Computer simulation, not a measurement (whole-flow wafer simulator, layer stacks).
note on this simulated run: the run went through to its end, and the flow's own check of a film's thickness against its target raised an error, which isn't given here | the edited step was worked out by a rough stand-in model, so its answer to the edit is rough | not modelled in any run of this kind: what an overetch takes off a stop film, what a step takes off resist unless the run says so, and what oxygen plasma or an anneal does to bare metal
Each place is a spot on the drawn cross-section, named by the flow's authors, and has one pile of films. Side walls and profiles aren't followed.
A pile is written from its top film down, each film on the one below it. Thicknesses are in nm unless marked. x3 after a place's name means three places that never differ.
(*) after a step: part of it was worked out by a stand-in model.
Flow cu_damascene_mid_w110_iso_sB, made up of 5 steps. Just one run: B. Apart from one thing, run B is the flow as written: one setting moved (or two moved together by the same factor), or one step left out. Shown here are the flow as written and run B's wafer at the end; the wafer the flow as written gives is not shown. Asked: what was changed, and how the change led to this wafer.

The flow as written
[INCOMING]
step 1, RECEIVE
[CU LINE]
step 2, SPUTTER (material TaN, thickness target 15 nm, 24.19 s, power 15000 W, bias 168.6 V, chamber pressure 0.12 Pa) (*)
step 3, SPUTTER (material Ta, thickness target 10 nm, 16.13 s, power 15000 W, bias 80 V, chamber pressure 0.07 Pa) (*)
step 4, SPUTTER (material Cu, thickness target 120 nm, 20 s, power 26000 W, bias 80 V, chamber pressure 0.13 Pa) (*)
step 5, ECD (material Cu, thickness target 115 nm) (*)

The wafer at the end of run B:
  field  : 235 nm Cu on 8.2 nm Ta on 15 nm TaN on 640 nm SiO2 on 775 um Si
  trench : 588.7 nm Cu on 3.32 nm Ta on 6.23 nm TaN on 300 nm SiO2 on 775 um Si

The reason: step 3, SPUTTER: thickness target 8.2 nm was run, whereas the flow has thickness target 10 nm; step 3, SPUTTER: 13.31 s was run, where the flow has 16.13 s.
The wafer lets one read it off: field has Ta 8.2, and step 3 as written asks for 10 nm.

The path from the change to this, step by step:
  step 3, SPUTTER (material Ta, thickness target 10 nm, 16.13 s, power 15000 W, bias 80 V, chamber pressure 0.07 Pa) (*)
      field: Ta gains 8.2 (new film) (in the flow as written it would be: Ta gains 10 (new film))
      trench: Ta gains 3.32 (new film) (in the flow as written it would be: Ta gains 4.05 (new film))
